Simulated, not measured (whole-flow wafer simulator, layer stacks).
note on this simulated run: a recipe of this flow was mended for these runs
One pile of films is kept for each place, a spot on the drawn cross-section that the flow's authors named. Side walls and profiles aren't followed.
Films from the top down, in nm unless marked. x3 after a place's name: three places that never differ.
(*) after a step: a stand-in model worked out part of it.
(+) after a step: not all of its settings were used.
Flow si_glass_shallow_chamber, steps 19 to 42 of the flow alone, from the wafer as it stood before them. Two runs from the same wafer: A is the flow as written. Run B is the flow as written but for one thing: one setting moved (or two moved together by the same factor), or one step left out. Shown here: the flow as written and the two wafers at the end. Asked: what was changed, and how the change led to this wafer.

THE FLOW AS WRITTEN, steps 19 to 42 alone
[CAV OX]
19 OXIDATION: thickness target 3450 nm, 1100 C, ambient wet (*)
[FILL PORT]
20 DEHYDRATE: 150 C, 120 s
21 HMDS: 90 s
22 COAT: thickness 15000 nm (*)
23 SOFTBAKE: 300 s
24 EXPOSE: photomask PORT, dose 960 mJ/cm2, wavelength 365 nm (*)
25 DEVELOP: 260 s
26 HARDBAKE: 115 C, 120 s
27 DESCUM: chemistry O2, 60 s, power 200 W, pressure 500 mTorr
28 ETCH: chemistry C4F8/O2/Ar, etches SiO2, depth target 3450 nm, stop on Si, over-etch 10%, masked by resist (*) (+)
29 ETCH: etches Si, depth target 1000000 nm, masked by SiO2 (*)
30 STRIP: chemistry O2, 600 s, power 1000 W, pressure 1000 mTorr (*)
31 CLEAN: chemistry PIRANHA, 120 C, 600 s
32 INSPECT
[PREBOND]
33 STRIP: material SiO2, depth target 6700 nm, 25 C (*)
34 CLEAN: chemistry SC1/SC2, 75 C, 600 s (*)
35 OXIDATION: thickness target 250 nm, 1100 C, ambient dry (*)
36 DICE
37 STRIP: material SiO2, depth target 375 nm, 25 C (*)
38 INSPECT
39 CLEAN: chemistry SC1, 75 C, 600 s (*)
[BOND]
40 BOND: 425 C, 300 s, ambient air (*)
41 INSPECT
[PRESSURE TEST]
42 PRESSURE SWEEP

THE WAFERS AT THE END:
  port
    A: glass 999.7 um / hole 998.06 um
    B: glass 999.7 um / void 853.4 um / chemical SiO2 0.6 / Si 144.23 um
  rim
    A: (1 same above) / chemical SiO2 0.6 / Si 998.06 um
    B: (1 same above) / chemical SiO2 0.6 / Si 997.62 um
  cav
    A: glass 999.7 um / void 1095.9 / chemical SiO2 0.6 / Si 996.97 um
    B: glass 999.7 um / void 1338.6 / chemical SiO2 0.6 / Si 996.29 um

The cause: step 19, OXIDATION: thickness target 5002 nm was run, where the flow has thickness target 3450 nm.

How the change led to this, step by step:
  19 OXIDATION: thickness target 3450 nm, 1100 C, ambient wet (*)
      rim, ramp, septum, ring: A SiO2 +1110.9, Si -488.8 | B SiO2 +2111.5, Si -929
      cav, port: A SiO2 +3450 (new film), chemical SiO2 -0.6 (all of it), Si -1517.7 | B SiO2 +5002 (new film), chemical SiO2 -0.6 (all of it), Si -2200.6
  22 COAT: thickness 15000 nm (*)
      rim: A thick-i-line-resist +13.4 um (new film) | B thick-i-line-resist +13.53 um (new film)
      ramp: A thick-i-line-resist +12.89 um (new film) | B thick-i-line-resist +13.06 um (new film)
      (and at 4 more places)
  23 SOFTBAKE: 300 s
      rim: A thick-i-line-resist -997 | B thick-i-line-resist -910.3
      ramp: A thick-i-line-resist -487.1 | B thick-i-line-resist -441.6
      (and at 4 more places)
  25 DEVELOP: 260 s
      port: A thick-i-line-resist -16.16 um (all of it) | B thick-i-line-resist -16.06 um (all of it)
  26 HARDBAKE: 115 C, 120 s
      rim, ramp: A thick-i-line-resist -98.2 | B thick-i-line-resist -100.8
  28 ETCH: chemistry C4F8/O2/Ar, etches SiO2, depth target 3450 nm, stop on Si, over-etch 10%, masked by resist (*) (+)
      port: A SiO2 -3450 (all of it), Si -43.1 | B SiO2 -3795
  29 ETCH: etches Si, depth target 1000000 nm, masked by SiO2 (*)
      port: A hole +997.05 um (new film), Si -997.05 um (all of it) | B SiO2 -1207 (all of it), Si -852.06 um
      rim, ramp: A thick-i-line-resist -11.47 um (all of it), SiO2 -1617.3 | B thick-i-line-resist -11.69 um (all of it), SiO2 -1504.7
      (and at 2 more places)
  30 STRIP: chemistry O2, 600 s, power 1000 W, pressure 1000 mTorr (*)
      port: A nothing | B chemical SiO2 +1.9 (new film), Si -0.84
      cav: A thick-i-line-resist -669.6 (all of it) | B thick-i-line-resist -575.8 (all of it)
  33 STRIP: material SiO2, depth target 6700 nm, 25 C (*)
      port: A nothing | B chemical SiO2 -1.9 (all of it)
      rim, ramp: A SiO2 -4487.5 (all of it) | B SiO2 -5600.7 (all of it)
      (and at 3 more places)
  34 CLEAN: chemistry SC1/SC2, 75 C, 600 s (*)
      port: A nothing | B chemical SiO2 +0.6 (new film), Si -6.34
  35 OXIDATION: thickness target 250 nm, 1100 C, ambient dry (*)
      port: A nothing | B SiO2 +250 (new film), chemical SiO2 -0.6 (all of it), Si -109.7
  37 STRIP: material SiO2, depth target 375 nm, 25 C (*)
      port: A nothing | B SiO2 -250 (all of it)
  39 CLEAN: chemistry SC1, 75 C, 600 s (*)
      port: A nothing | B chemical SiO2 +0.6 (new film), Si -6.34
  40 BOND: 425 C, 300 s, ambient air (*)
      port: A glass +999.7 um (new film), hole +1017.3 | B glass +999.7 um (new film), void +853.4 um (new film)
      cav: A glass +999.7 um (new film), void +1095.9 (new film) | B glass +999.7 um (new film), void +1338.6 (new film)
